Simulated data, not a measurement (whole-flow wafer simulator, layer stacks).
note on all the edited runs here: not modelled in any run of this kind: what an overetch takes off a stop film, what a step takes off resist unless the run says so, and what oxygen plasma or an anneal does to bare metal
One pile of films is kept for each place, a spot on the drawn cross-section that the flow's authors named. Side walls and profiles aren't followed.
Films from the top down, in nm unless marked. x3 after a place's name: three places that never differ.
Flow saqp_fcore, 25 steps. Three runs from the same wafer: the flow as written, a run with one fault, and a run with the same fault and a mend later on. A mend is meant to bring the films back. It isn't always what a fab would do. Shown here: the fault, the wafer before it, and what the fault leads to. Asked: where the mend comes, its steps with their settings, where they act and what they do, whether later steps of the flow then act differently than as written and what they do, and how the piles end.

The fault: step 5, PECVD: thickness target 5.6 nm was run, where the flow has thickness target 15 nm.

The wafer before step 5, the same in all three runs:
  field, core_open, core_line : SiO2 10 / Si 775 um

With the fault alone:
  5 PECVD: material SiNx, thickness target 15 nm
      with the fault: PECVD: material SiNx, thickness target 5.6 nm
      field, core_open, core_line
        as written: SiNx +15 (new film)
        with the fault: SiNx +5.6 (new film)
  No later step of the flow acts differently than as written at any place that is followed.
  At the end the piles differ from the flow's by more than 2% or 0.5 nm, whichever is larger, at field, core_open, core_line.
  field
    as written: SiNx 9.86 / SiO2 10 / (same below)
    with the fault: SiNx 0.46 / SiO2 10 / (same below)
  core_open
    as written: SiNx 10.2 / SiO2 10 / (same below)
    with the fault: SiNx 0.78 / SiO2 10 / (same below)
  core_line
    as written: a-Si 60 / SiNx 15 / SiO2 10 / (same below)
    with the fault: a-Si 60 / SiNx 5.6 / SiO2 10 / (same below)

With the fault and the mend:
  The mend comes after step 5.
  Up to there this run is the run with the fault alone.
  5a ETCH: chemistry h3po4, depth target 6.44 nm
      field, core_open, core_line
        SiNx -5.6 (all of it)
  5b PECVD: material SiNx, thickness target 15 nm (the flow's step 5 once more)
      field, core_open, core_line
        SiNx +15 (new film)
  No later step of the flow acts differently than as written at any place that is followed.
  At the end the piles are the same as the flow's at every place that both follow.
